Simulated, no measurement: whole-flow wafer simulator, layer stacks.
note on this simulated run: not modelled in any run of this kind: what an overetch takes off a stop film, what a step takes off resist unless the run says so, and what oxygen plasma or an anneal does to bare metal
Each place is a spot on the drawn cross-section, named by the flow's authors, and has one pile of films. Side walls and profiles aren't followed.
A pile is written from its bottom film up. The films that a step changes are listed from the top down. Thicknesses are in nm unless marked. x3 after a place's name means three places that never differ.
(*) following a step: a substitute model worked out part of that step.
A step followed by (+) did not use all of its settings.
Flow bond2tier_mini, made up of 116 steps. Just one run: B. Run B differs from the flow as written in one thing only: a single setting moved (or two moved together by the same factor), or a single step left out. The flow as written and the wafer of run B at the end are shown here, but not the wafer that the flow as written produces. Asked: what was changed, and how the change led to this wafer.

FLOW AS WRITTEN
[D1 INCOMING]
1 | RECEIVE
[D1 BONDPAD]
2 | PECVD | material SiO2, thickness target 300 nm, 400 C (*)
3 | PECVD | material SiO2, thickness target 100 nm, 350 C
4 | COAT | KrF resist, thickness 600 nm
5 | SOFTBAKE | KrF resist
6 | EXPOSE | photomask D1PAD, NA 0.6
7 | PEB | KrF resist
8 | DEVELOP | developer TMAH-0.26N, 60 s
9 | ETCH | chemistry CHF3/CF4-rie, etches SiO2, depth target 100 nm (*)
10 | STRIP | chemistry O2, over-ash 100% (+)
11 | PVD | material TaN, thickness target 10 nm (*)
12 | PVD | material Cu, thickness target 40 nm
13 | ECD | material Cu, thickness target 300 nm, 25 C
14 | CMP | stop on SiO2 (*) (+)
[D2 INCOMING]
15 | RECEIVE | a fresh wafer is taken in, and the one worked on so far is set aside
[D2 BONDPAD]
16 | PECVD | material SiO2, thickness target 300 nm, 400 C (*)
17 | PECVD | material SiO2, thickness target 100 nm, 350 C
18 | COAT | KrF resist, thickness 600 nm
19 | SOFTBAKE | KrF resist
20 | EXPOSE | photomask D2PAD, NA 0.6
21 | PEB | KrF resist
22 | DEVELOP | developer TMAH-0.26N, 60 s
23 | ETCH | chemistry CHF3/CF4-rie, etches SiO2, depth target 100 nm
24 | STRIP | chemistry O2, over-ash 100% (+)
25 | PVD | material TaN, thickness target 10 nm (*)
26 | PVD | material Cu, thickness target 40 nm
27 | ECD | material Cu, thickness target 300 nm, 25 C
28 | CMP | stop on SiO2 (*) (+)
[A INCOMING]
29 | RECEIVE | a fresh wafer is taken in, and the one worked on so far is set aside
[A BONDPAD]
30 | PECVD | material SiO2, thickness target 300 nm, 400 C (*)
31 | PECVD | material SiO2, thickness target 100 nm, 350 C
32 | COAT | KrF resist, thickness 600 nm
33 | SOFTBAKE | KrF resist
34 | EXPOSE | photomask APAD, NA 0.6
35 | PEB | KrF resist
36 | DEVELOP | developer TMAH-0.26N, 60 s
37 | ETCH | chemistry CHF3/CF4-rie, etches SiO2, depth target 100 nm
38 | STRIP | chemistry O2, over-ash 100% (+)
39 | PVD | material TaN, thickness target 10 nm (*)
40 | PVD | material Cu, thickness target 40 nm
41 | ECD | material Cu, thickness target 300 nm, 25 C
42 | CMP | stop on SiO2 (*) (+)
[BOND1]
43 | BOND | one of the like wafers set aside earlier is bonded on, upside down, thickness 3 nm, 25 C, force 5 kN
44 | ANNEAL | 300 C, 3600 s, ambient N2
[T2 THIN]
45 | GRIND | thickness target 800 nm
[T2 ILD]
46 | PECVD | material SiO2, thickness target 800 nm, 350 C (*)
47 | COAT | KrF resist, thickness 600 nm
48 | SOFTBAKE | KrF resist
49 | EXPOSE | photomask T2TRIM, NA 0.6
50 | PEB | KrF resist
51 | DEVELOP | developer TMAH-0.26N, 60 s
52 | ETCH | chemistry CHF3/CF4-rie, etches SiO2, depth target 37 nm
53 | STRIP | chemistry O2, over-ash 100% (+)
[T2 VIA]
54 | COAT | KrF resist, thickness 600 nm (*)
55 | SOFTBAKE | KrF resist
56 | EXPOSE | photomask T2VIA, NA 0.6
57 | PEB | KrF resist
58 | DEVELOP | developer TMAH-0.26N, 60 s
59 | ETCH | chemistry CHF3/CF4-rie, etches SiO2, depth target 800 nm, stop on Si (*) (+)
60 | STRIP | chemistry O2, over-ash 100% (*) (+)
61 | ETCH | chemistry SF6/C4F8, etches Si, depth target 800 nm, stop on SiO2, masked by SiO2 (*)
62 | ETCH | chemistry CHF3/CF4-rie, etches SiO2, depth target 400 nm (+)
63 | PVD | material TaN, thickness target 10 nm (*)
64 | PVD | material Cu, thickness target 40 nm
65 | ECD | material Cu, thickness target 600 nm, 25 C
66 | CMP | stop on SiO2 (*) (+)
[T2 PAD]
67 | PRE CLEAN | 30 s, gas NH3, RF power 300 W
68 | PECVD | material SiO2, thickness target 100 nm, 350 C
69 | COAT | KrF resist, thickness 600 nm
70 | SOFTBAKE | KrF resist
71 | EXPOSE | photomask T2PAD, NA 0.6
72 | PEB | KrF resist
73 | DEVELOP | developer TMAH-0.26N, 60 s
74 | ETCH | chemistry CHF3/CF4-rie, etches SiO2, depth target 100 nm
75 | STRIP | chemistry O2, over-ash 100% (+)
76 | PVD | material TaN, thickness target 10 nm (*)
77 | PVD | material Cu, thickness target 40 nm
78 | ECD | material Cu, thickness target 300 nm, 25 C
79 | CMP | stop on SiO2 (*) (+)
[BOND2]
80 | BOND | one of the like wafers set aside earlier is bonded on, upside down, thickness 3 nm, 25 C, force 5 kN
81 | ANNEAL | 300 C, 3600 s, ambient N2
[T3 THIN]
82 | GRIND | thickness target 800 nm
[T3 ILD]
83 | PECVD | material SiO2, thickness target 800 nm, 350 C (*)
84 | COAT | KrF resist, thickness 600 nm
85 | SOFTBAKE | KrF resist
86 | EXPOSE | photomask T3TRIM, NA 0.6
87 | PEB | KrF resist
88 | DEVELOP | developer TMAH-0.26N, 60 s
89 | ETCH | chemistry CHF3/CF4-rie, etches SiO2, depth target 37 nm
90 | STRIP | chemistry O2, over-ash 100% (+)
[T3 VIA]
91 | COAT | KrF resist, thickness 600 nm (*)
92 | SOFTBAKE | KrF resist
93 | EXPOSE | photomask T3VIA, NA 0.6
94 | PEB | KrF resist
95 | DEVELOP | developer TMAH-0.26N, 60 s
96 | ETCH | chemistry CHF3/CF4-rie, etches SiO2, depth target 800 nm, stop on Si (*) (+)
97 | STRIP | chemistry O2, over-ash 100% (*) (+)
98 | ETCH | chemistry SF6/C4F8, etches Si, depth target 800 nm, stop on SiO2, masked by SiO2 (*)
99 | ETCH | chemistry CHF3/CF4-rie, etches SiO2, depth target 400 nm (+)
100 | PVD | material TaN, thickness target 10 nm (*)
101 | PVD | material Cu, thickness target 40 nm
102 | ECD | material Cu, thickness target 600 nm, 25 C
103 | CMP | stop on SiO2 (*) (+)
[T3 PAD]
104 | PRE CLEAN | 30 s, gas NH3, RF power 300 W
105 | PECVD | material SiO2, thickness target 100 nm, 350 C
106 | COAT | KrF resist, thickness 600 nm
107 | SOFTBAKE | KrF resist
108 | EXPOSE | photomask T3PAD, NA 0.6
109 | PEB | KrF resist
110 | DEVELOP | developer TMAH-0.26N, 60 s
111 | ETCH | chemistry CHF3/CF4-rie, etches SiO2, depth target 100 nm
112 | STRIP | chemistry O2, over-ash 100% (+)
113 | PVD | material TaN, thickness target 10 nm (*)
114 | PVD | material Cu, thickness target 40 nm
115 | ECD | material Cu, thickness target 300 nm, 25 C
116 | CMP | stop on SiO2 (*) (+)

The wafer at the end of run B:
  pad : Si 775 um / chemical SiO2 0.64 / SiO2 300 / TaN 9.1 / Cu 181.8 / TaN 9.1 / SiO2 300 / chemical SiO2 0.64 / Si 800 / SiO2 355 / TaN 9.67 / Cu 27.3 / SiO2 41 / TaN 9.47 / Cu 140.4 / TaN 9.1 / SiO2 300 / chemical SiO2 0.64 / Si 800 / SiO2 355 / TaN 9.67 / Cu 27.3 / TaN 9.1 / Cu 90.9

Cause: step 74, ETCH: depth target 59 nm was run, whereas the flow has depth target 100 nm.

The path from the change to this, step by step:
  74 | ETCH | chemistry CHF3/CF4-rie, etches SiO2, depth target 100 nm
      pad: SiO2 loses 59 (as written it would have been: SiO2 loses 100 (all of it))
      field: KrF resist loses 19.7 (as written it would have been: KrF resist loses 33.3)
  75 | STRIP | chemistry O2, over-ash 100% (+)
      field: KrF resist loses 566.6 (all of it) (as written it would have been: KrF resist loses 552.9 (all of it))
  77 | PVD | material Cu, thickness target 40 nm
      pad: Cu gains 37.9 (new film) (as written it would have been: Cu gains 36.4 (new film))
  78 | ECD | material Cu, thickness target 300 nm, 25 C
      pad: Cu gains 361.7 (as written it would have been: Cu gains 404.5)
If metal films that touch count as one body, pad has 4 bodies (between them, from the top down: SiO2 355 / Si 800 / chemical SiO2 0.64 / SiO2 300; SiO2 41; SiO2 355 / Si 800 / chemical SiO2 0.64 / SiO2 300); the flow as written gives 3 bodies (between them, from the top down: SiO2 355 / Si 800 / chemical SiO2 0.64 / SiO2 300; SiO2 355 / Si 800 / chemical SiO2 0.64 / SiO2 300).
